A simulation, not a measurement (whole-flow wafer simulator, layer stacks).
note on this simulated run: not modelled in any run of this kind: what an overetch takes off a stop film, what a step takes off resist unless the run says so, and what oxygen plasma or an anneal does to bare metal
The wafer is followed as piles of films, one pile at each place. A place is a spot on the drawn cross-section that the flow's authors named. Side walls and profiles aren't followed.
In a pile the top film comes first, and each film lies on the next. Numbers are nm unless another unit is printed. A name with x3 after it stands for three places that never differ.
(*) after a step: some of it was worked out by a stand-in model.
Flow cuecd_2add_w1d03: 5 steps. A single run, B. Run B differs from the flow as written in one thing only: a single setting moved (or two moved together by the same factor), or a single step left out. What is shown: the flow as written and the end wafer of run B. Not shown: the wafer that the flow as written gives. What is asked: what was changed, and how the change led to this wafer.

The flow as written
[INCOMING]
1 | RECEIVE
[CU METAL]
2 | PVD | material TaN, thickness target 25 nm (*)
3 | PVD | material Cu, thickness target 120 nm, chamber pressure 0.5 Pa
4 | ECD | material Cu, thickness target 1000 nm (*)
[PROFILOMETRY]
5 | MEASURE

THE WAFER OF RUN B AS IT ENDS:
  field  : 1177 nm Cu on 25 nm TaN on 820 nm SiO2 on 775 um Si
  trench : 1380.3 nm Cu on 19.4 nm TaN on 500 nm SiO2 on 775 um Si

Cause: step 3, PVD: thickness target 177 nm was run, whereas the flow has thickness target 120 nm.

How this came from the change, step by step:
  3 | PVD | material Cu, thickness target 120 nm, chamber pressure 0.5 Pa
      field: +177 Cu (new film) (it would be, as written: +120 Cu (new film))
      trench: +137.7 Cu (new film) (it would be, as written: +93.4 Cu (new film))
